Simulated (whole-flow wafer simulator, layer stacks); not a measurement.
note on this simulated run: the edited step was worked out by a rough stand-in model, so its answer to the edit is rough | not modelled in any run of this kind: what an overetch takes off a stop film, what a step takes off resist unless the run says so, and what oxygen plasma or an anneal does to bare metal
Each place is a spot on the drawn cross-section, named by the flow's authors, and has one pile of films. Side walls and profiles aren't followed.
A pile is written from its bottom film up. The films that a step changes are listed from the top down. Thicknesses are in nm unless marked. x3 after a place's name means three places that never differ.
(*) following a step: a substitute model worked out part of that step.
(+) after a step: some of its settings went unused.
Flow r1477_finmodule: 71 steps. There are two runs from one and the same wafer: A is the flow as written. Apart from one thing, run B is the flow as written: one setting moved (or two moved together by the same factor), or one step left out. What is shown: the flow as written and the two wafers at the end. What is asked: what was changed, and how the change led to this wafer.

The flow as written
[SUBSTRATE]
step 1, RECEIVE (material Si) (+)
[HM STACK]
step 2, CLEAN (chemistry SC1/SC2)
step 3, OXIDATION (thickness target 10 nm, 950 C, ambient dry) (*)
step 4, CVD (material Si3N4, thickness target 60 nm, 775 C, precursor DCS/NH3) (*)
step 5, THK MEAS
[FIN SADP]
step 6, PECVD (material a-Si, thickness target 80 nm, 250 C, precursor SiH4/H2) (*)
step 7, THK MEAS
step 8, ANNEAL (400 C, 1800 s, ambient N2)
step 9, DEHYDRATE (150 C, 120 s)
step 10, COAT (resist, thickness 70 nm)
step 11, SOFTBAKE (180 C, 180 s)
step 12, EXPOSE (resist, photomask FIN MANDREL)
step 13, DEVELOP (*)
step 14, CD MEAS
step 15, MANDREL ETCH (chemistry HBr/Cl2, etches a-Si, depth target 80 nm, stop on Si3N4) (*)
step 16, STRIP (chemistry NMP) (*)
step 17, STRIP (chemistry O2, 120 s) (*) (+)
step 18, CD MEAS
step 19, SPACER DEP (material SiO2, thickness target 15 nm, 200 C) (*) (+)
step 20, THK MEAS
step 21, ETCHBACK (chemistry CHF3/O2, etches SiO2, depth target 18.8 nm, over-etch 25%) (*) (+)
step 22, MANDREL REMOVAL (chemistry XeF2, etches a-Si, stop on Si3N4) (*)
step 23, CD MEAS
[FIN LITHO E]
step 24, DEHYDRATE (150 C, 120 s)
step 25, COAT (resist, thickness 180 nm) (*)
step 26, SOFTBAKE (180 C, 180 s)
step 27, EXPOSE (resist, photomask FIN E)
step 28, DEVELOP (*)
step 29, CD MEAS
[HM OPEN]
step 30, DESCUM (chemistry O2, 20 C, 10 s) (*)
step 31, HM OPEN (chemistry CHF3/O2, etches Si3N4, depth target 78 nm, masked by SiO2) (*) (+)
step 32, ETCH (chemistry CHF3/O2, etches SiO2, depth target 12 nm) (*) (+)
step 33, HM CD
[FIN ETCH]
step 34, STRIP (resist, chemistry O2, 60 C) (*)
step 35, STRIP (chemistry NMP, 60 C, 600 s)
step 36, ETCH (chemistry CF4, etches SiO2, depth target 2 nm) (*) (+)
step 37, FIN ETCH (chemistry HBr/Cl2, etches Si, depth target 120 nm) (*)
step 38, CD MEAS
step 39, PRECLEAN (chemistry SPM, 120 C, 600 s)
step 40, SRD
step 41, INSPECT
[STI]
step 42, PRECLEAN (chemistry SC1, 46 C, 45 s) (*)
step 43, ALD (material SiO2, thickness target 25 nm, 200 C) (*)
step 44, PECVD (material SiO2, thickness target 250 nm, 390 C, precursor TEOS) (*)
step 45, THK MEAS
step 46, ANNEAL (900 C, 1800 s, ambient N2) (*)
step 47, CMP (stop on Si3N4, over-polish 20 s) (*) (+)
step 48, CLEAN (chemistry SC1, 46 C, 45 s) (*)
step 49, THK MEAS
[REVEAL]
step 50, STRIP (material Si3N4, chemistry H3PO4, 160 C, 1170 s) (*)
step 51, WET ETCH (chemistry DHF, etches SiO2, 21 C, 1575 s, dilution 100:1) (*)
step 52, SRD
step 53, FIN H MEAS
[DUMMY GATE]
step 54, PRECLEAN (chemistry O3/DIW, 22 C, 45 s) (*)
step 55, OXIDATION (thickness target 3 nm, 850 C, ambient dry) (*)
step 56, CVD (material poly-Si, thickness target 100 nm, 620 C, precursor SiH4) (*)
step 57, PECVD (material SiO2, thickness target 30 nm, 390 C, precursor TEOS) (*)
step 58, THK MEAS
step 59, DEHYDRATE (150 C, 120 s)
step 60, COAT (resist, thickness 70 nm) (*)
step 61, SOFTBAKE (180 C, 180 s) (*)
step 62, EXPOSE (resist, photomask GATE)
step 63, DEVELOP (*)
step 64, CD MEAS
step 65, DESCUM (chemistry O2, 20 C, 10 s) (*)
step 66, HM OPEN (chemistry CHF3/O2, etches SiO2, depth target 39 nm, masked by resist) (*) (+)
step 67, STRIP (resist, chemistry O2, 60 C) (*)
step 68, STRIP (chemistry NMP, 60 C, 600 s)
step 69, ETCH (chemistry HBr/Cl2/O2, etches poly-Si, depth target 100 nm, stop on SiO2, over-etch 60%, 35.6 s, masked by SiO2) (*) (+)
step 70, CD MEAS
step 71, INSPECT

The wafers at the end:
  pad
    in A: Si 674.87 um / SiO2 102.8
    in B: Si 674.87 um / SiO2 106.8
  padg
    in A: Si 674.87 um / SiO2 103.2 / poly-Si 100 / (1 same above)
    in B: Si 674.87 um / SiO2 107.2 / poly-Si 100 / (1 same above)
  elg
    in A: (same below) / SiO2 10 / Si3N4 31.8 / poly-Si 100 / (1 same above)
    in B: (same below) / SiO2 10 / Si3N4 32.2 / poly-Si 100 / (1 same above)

Cause: step 51, WET ETCH: 19.84 C was run, while the flow as written has 21 C.

How this came from the change, step by step:
  step 51, WET ETCH (chemistry DHF, etches SiO2, 21 C, 1575 s, dilution 100:1) (*)
      pad, padg, e40sg and 12 more: A -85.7 SiO2 | B -81.7 SiO2
      esg, s40cg, s45cg, s50cg, s40co, s45co, s50co: A -79.1 SiO2 | B -75.4 SiO2
  step 56, CVD (material poly-Si, thickness target 100 nm, 620 C, precursor SiH4) (*)
      s40cg, s40co: A +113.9 poly-Si (new film) | B +110.3 poly-Si (new film)
      s45cg, s45co: A +113.4 poly-Si (new film) | B +109.7 poly-Si (new film)
      (as well as at 3 more places)
  step 60, COAT (resist, thickness 70 nm) (*)
      s40sg, s45sg, s40so, s45so: A +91 resist (new film) | B +87.2 resist (new film)
      e40sg, eso, e40so: A +129.5 resist (new film) | B +126.1 resist (new film)
      (as well as at 6 more places)
  step 63, DEVELOP (*)
      eso, e40so: A -129.5 resist (all of it) | B -126.1 resist (all of it)
      s40so, s45so: A -91 resist (all of it) | B -87.2 resist (all of it)
      (as well as at 3 more places)
  step 67, STRIP (resist, chemistry O2, 60 C) (*)
      e40sg: A -75.4 resist (all of it) | B -72 resist (all of it)
      e100sg: A -75.3 resist (all of it) | B -72 resist (all of it)
      (as well as at 4 more places)
  step 69, ETCH (chemistry HBr/Cl2/O2, etches poly-Si, depth target 100 nm, stop on SiO2, over-etch 60%, 35.6 s, masked by SiO2) (*) (+)
      s40co: A -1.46 chemical SiO2 (all of it), -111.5 poly-Si (all of it), -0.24 SiO2 | B -1.44 chemical SiO2 (all of it), -107.8 poly-Si (all of it), -0.26 SiO2
      s45co: A -1.46 chemical SiO2 (all of it), -110.9 poly-Si (all of it), -0.25 SiO2 | B -1.44 chemical SiO2 (all of it), -107.3 poly-Si (all of it), -0.26 SiO2
      (as well as at 1 more place)
